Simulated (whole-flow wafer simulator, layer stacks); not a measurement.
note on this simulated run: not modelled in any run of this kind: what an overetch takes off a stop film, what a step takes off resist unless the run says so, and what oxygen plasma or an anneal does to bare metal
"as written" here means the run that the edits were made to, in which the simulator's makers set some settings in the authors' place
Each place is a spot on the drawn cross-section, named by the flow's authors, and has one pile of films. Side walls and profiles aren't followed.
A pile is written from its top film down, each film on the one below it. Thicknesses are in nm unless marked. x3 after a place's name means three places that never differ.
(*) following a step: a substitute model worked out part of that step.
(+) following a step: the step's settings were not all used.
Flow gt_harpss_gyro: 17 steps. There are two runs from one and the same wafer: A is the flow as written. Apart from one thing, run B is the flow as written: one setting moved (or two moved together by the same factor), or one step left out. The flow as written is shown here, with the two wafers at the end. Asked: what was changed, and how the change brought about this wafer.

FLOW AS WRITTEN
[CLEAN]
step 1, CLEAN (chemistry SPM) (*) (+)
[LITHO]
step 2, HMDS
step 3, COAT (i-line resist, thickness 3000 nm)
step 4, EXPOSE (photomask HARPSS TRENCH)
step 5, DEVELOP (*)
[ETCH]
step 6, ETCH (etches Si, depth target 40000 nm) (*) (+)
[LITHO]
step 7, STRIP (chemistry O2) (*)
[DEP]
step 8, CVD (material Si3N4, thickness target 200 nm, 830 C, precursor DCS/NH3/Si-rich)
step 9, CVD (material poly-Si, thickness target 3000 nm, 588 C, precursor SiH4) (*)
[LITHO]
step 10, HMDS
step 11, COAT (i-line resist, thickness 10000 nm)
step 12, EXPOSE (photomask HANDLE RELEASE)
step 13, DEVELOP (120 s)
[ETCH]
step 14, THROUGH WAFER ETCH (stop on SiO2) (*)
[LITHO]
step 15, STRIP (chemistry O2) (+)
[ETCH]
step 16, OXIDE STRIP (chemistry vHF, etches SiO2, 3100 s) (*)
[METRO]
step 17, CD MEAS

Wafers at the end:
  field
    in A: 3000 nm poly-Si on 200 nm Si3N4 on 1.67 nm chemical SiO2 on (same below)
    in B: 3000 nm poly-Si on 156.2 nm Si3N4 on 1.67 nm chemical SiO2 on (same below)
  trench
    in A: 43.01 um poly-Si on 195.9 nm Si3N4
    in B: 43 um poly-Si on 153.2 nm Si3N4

What caused this: step 8, CVD: thickness target 156.2 nm was run, whereas the flow has thickness target 200 nm.
The wafer lets one read it off: field has Si3N4 156.2, and step 8 as written asks for 200 nm.

The path from the change to this, step by step:
  step 8, CVD (material Si3N4, thickness target 200 nm, 830 C, precursor DCS/NH3/Si-rich)
      field: A +200 Si3N4 (new film) | B +156.2 Si3N4 (new film)
      trench: A +195.9 Si3N4 (new film) | B +153.2 Si3N4 (new film)
  step 9, CVD (material poly-Si, thickness target 3000 nm, 588 C, precursor SiH4) (*)
      trench: A +43.01 um poly-Si (new film) | B +43 um poly-Si (new film)
